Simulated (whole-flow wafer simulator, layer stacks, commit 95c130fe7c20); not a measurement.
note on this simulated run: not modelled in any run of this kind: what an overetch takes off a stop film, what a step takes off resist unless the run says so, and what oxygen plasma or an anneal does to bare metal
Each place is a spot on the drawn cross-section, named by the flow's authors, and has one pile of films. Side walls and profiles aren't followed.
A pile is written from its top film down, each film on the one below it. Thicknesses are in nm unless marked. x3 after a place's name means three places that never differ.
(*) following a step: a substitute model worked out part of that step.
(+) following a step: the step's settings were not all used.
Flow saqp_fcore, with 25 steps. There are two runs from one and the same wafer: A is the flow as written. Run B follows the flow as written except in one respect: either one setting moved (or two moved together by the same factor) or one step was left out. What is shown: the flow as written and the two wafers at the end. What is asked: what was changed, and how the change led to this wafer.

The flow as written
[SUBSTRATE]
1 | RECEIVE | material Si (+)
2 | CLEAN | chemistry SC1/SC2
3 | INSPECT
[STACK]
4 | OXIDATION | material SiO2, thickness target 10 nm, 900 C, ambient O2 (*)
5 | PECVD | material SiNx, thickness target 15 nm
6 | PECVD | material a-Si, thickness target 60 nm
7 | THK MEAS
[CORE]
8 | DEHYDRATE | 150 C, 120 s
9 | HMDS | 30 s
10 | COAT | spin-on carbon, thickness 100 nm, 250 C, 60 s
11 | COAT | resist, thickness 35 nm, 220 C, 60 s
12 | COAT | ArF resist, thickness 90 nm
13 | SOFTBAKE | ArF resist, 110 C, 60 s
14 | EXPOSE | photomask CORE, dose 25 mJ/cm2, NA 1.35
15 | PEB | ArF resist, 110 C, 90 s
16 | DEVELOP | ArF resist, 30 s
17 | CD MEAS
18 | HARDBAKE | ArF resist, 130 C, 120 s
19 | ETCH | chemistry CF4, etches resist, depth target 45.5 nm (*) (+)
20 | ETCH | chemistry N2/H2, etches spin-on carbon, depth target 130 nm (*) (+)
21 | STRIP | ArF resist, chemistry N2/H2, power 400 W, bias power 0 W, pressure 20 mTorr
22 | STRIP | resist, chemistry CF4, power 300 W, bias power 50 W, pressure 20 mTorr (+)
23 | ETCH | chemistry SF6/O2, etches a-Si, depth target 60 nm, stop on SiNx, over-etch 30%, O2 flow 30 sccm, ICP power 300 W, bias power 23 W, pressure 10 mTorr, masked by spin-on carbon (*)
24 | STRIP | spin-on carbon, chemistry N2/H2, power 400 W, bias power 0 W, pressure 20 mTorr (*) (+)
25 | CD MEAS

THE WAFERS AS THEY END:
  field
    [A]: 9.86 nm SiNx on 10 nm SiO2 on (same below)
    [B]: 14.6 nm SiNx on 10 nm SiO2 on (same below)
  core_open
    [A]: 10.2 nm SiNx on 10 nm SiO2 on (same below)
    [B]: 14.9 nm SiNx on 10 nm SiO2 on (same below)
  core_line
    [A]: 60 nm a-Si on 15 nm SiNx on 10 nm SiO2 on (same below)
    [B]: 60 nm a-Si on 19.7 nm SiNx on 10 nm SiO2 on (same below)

The reason: step 5, PECVD: thickness target 19.7 nm was run, whereas the flow has thickness target 15 nm.
The wafer itself shows it: core_line has SiNx 19.7, and step 5 as written asks for 15 nm.

Step by step, how the change led to this:
  5 | PECVD | material SiNx, thickness target 15 nm
      field, core_open, core_line: A SiNx gains 15 (new film) | B SiNx gains 19.7 (new film)
